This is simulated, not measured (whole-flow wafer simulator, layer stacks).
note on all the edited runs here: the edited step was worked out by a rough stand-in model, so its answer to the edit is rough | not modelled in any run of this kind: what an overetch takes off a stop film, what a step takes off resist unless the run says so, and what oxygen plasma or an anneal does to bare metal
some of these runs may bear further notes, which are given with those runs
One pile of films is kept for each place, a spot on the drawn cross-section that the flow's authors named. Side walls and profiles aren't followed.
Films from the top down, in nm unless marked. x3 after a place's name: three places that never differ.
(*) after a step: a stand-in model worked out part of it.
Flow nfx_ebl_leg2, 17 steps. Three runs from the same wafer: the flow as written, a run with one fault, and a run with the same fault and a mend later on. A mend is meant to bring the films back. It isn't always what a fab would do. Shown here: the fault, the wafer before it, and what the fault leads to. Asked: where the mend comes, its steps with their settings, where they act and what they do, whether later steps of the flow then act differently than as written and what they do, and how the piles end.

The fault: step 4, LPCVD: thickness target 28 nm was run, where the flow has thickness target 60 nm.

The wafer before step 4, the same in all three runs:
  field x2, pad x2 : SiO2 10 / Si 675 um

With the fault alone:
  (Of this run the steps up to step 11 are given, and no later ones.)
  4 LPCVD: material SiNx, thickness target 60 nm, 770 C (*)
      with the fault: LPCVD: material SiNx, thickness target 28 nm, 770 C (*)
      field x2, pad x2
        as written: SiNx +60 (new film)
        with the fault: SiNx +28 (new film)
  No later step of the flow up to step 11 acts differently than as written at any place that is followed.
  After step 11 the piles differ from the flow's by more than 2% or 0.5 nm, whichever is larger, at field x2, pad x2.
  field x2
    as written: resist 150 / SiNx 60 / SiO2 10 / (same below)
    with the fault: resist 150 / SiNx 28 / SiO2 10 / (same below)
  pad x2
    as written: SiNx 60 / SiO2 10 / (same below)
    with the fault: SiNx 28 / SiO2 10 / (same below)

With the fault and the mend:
  The mend comes after step 5.
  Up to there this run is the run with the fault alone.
  5a ETCH: chemistry h3po4, depth target 32.2 nm
      field x2, pad x2
        SiNx -28 (all of it)
  5b CLEAN: chemistry SC1/SC2 (the flow's step 2 once more)
      changes no film at any place that is followed
  5c LPCVD: material SiNx, thickness target 60 nm, 770 C (*) (the flow's step 4 once more)
      field x2, pad x2
        SiNx +60 (new film)
  No later step of the flow acts differently than as written at any place that is followed.
  At the end the piles are the same as the flow's at every place that both follow.
